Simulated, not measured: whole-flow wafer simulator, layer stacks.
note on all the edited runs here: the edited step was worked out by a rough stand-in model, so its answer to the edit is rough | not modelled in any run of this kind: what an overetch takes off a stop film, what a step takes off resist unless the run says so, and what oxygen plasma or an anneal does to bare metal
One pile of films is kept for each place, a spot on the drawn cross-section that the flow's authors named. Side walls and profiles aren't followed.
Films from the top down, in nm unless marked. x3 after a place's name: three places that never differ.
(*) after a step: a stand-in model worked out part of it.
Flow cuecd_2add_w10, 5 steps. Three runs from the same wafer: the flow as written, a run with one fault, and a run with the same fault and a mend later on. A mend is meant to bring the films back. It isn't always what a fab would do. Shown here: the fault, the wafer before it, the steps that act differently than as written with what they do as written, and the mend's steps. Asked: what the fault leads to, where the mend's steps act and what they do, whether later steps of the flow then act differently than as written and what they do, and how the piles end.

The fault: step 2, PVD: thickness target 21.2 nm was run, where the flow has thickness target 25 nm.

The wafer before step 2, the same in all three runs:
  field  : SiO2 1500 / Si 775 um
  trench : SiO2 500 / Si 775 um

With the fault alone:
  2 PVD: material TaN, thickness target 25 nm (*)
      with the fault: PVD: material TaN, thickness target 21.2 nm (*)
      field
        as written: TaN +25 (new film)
        with the fault: TaN +21.2 (new film)
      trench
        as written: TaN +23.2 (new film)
        with the fault: TaN +19.7 (new film)
  No later step of the flow acts differently than as written at any place that is followed.
  At the end the piles differ from the flow's by more than 2% or 0.5 nm, whichever is larger, at field, trench.
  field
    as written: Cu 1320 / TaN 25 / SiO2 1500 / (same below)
    with the fault: Cu 1320 / TaN 21.2 / SiO2 1500 / (same below)
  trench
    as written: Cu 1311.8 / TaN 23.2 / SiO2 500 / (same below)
    with the fault: Cu 1311.8 / TaN 19.7 / SiO2 500 / (same below)

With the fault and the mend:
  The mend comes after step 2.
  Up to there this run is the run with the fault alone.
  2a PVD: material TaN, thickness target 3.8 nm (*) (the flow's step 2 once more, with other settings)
      field
        TaN +3.8
      trench
        TaN +3.52
  No later step of the flow acts differently than as written at any place that is followed.
  At the end the piles are the same as the flow's at every place that both follow.
